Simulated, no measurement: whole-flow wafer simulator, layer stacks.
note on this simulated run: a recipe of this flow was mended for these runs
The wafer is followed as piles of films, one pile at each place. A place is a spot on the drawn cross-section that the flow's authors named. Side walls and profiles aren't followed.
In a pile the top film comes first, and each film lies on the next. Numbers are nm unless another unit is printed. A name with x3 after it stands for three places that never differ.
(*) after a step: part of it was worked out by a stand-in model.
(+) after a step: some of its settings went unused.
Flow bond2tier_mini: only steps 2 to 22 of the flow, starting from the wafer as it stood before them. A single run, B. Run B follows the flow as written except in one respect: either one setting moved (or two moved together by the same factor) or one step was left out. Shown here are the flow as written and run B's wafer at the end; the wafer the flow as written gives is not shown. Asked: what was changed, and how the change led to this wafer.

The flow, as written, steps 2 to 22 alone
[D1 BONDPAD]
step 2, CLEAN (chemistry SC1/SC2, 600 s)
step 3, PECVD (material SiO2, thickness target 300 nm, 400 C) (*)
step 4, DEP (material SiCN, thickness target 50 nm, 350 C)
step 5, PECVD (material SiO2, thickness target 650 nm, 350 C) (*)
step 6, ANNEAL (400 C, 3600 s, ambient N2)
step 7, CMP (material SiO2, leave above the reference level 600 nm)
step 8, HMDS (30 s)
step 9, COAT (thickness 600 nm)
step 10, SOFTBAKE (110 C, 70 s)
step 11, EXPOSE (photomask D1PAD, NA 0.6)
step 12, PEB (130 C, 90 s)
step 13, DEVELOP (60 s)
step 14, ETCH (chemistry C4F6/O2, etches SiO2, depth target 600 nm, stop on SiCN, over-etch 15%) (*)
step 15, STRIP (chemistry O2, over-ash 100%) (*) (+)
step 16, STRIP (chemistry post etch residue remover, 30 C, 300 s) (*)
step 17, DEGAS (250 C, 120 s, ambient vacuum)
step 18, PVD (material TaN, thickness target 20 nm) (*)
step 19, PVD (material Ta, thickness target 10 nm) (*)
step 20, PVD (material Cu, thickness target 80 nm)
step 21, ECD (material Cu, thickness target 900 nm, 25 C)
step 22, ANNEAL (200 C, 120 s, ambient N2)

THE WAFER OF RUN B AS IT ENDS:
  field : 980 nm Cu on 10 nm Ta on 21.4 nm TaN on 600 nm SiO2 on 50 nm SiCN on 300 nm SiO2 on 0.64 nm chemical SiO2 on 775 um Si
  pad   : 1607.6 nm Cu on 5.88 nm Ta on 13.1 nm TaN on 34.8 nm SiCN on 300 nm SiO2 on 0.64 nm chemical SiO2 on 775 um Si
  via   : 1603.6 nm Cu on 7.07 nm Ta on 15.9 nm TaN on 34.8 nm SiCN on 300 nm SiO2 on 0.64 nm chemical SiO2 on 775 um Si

The reason: step 18, PVD: thickness target 21.4 nm was run, while the flow as written has thickness target 20 nm.
One can read it off the wafer: field has TaN 21.4, and step 18 as written asks for 20 nm.

How this came from the change, step by step:
  step 18, PVD (material TaN, thickness target 20 nm) (*)
      field: TaN gains 21.4 (new film) (it would be, as written: TaN gains 20 (new film))
      pad: TaN gains 13.1 (new film) (it would be, as written: TaN gains 12.3 (new film))
      (and at 1 other place as well)
